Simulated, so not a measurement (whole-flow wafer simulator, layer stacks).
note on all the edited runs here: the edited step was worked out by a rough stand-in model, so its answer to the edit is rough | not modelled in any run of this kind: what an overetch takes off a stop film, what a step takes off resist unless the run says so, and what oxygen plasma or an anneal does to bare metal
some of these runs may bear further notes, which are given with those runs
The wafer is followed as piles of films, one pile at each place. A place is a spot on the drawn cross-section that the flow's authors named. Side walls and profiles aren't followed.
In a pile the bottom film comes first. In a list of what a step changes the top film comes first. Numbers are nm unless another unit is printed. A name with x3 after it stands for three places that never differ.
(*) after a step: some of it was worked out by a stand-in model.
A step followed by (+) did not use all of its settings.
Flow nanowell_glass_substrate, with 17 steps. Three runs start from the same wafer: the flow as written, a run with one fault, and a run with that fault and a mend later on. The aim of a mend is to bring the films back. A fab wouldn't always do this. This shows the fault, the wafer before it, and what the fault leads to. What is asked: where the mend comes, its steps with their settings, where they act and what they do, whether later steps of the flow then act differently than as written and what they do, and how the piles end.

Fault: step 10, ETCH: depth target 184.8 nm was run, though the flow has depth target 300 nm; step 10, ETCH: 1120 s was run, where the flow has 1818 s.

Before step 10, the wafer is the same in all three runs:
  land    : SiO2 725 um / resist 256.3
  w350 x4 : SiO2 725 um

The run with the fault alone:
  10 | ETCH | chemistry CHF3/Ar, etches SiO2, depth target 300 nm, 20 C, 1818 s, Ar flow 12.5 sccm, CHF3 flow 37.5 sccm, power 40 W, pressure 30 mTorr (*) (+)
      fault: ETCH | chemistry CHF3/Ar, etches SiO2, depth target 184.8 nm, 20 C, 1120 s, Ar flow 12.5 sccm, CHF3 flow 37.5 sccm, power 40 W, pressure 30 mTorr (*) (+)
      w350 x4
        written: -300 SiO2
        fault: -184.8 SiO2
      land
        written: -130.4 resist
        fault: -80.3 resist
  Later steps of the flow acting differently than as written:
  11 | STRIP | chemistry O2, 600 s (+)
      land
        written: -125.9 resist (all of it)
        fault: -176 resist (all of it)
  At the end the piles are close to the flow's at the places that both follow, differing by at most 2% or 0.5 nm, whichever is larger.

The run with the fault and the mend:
  After step 10 comes the mend.
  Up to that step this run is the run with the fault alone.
  10a | ETCH | chemistry CHF3/Ar, etches SiO2, depth target 115.2 nm, 20 C, 698.1 s, Ar flow 12.5 sccm, CHF3 flow 37.5 sccm, power 40 W, pressure 30 mTorr (*) (+) (a further turn of the flow's step 10, with different settings)
      w350 x4
        -115.2 SiO2
      land
        -50.1 resist
  Every later step of the flow that is run acts as written at every place that is followed.
  The piles end the same as the flow's at every place that both follow.
